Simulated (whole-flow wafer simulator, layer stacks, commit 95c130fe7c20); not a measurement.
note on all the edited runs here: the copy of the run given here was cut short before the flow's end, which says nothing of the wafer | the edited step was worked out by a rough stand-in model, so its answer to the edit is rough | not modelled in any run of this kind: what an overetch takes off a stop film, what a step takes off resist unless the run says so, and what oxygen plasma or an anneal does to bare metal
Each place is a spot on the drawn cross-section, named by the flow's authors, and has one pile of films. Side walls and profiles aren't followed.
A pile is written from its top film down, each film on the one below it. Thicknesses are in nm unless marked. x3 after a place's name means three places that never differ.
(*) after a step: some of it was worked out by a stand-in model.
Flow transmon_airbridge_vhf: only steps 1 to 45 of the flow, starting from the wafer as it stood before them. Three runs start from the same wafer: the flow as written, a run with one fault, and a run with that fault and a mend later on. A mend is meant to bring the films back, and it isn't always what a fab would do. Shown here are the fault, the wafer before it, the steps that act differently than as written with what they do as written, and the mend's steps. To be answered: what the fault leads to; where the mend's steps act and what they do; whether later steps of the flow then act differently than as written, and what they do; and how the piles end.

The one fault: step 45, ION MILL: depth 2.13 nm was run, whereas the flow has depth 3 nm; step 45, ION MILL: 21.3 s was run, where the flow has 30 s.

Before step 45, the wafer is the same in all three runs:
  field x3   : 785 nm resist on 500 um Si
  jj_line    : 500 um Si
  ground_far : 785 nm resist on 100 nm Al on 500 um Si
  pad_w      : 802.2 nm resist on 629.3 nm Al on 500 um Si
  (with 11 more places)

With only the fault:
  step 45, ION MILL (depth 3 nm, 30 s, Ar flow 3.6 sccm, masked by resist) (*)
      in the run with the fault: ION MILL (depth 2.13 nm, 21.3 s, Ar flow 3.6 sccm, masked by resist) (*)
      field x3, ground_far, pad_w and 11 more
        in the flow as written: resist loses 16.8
        in the run with the fault: resist loses 11.9
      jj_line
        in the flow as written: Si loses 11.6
        in the run with the fault: Si loses 8.26
  Later steps of the flow that are run all act as written at every place that is followed.
  The piles end only slightly different from the flow's at the places that both follow, by no more than 2% or 0.5 nm, whichever is larger.

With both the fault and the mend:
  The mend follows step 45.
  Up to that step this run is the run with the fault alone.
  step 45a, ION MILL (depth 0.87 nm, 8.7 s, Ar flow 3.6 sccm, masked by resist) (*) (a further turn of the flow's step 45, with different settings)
      field x3, ground_far, pad_w and 11 more
        resist loses 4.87
      jj_line
        Si loses 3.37
  Later steps of the flow that are run all act as written at every place that is followed.
  The piles end the same as the flow's at every place that both follow.
